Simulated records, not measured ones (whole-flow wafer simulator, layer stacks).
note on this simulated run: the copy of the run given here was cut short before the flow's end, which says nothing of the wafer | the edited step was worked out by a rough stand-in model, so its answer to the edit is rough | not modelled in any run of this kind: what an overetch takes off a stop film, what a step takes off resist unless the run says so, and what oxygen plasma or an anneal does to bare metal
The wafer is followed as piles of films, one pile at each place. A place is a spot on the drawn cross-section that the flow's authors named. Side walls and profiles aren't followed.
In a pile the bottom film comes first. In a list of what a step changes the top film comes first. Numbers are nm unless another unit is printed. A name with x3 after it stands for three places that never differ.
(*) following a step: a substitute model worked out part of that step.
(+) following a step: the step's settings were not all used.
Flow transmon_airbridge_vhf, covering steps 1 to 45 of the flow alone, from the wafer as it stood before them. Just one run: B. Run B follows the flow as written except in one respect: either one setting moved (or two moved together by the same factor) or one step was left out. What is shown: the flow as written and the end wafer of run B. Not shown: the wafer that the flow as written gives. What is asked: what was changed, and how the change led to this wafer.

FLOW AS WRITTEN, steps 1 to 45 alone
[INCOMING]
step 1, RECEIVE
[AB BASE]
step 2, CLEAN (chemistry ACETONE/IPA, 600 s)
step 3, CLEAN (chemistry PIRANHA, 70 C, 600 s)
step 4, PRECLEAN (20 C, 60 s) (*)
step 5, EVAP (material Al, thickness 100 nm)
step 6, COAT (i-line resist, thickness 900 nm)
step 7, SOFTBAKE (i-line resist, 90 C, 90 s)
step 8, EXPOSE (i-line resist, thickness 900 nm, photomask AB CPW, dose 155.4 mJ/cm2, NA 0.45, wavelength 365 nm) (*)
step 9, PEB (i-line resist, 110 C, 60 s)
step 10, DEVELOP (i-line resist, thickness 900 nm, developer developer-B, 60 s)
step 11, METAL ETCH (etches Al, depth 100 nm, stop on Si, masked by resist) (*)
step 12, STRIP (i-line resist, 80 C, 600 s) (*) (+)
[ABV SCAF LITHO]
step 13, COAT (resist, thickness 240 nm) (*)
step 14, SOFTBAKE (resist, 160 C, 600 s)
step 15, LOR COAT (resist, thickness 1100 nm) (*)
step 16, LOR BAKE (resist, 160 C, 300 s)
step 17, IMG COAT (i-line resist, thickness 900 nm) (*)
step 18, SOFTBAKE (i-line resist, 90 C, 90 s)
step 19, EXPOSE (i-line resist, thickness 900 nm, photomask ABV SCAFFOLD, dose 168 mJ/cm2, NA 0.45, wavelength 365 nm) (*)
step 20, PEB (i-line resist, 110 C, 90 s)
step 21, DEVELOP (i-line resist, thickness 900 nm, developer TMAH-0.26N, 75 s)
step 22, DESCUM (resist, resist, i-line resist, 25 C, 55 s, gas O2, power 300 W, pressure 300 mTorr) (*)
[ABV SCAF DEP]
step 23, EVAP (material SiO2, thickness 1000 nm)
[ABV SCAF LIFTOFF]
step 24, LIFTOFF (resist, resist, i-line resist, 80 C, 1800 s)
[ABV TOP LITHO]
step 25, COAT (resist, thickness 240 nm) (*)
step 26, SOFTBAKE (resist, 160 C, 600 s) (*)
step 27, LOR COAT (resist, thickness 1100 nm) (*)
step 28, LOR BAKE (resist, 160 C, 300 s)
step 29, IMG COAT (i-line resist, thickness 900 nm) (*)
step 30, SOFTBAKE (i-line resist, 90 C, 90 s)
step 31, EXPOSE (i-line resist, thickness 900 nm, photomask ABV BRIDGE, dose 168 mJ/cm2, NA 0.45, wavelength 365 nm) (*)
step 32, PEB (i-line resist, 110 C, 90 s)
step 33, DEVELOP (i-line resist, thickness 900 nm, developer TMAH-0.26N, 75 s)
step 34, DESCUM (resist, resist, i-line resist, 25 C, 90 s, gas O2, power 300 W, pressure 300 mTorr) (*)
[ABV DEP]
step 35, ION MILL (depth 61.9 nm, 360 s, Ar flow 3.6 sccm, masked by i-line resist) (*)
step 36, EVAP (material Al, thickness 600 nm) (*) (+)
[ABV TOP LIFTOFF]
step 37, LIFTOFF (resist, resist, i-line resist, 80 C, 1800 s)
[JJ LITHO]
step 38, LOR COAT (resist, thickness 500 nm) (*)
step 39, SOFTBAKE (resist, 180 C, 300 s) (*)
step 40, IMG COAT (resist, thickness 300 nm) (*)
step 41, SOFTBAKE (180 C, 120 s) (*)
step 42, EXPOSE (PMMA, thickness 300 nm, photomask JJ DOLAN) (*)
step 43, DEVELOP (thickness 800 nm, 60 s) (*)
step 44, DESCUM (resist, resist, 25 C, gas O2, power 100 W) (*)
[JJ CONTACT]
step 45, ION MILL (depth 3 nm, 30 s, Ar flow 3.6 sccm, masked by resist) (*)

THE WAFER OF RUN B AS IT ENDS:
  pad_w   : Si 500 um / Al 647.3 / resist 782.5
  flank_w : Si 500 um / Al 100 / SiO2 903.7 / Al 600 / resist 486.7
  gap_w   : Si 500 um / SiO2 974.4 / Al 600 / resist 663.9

Cause: step 35, ION MILL: depth 43.9 nm was run, while the flow as written has depth 61.9 nm; step 35, ION MILL: 256 s was run, where the flow has 360 s.

How this came from the change, step by step:
  step 35, ION MILL (depth 61.9 nm, 360 s, Ar flow 3.6 sccm, masked by i-line resist) (*)
      field x3, jj_line, ground_far, trace_open_s x2, margin_s, margin_n: i-line resist loses 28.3 (as written it would have been: i-line resist loses 39.7)
      flank_w, gap_w, cpw_trace, gap_e, flank_e, bridge_strip: SiO2 loses 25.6 (as written it would have been: SiO2 loses 36)
      (as well as at 2 more places)
  step 37, LIFTOFF (resist, resist, i-line resist, 80 C, 1800 s)
      margin_s: Al loses 600 (all of it), i-line resist loses 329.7 (all of it), resist loses 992 (all of it) (as written it would have been: Al loses 600 (all of it), i-line resist loses 318.3 (all of it), resist loses 992 (all of it))
      margin_n: Al loses 600 (all of it), i-line resist loses 329.8 (all of it), resist loses 992 (all of it) (as written it would have been: Al loses 600 (all of it), i-line resist loses 318.3 (all of it), resist loses 992 (all of it))
